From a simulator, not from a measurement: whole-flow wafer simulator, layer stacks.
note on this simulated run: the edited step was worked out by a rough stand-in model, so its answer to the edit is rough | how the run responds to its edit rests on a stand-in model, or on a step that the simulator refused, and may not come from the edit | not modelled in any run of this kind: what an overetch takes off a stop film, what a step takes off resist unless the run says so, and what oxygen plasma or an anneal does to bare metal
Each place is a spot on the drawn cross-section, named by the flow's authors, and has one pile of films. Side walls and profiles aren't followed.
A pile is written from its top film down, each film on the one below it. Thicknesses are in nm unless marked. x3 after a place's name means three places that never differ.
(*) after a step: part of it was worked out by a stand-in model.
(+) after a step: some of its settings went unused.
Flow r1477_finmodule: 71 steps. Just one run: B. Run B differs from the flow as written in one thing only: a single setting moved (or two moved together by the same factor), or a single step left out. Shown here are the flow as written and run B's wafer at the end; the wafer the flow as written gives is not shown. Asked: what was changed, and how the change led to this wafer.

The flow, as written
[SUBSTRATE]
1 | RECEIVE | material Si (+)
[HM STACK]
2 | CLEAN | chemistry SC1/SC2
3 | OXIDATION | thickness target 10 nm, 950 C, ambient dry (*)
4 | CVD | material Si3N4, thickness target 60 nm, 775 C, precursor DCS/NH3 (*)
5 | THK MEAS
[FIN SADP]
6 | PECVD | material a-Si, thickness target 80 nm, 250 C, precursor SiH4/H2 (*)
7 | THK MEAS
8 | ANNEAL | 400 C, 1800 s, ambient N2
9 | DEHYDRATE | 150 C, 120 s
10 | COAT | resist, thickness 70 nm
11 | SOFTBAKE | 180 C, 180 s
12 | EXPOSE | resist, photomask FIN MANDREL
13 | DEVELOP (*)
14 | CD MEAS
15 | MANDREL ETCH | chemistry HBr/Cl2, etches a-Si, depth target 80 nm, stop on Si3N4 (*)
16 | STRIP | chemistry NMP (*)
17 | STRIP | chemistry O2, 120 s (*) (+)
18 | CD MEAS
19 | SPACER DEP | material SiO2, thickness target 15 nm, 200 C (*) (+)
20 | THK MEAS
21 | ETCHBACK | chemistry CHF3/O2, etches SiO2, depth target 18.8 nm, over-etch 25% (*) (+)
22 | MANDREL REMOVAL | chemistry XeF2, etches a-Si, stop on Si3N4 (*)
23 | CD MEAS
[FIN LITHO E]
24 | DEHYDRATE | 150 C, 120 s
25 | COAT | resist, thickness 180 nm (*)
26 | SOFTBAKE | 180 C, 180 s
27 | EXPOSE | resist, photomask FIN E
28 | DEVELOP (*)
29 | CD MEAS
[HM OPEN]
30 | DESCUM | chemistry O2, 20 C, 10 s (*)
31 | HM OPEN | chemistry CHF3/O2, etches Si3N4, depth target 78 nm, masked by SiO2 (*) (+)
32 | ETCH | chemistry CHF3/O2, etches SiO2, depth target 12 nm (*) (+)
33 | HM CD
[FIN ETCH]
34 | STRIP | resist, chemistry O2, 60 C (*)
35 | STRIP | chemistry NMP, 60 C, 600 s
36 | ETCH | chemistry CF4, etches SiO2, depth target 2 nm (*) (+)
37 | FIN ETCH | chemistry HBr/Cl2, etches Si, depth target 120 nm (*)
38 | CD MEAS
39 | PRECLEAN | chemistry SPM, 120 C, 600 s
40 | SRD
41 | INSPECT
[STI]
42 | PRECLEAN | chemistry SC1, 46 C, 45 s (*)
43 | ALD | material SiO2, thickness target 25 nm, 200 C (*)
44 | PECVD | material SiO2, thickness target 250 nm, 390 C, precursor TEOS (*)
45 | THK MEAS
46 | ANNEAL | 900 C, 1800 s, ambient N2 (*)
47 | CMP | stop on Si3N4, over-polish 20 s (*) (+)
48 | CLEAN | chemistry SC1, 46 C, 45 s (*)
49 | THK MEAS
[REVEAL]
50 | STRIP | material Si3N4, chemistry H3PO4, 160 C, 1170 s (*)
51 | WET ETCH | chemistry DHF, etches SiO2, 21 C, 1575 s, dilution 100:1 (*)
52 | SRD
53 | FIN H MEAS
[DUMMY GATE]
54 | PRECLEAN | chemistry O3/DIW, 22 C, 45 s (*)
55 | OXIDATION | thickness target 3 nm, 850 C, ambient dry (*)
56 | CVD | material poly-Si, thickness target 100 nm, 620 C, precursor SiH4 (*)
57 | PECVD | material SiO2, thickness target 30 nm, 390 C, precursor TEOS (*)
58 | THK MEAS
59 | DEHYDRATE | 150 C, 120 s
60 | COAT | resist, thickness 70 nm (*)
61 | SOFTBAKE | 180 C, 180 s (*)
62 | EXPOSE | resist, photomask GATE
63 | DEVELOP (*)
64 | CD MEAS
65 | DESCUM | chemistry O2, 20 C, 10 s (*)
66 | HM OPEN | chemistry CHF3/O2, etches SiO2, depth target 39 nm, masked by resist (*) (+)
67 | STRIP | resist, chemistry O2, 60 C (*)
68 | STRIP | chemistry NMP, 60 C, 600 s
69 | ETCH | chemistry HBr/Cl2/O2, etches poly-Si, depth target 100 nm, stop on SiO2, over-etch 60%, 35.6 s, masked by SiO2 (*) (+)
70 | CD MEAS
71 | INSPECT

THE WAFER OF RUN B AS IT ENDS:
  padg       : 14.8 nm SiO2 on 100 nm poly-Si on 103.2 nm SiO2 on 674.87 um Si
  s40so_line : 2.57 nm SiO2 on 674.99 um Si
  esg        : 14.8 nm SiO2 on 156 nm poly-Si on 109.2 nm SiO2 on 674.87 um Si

Cause: step 57, PECVD: thickness target 20.1 nm was run, while the flow as written has thickness target 30 nm.

The path from the change to this, step by step:
  57 | PECVD | material SiO2, thickness target 30 nm, 390 C, precursor TEOS (*)
      pad, padg, elg and 33 more: +20.1 SiO2 (new film) (in the flow as written it would be: +30 SiO2 (new film))
  66 | HM OPEN | chemistry CHF3/O2, etches SiO2, depth target 39 nm, masked by resist (*) (+)
      pad, elo, eso and 15 more: -20.1 SiO2 (all of it), -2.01 poly-Si (in the flow as written it would be: -30 SiO2 (all of it), -1.8 poly-Si)
      padg, elg, esg and 15 more: -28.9 resist (in the flow as written it would be: -37.4 resist)
  67 | STRIP | resist, chemistry O2, 60 C (*)
      padg, elg, esg: -24.4 resist (all of it) (in the flow as written it would be: -15.9 resist (all of it))
      e40lg, e100lg: -21.2 resist (all of it) (in the flow as written it would be: -12.8 resist (all of it))
      (as well as at 13 more places)
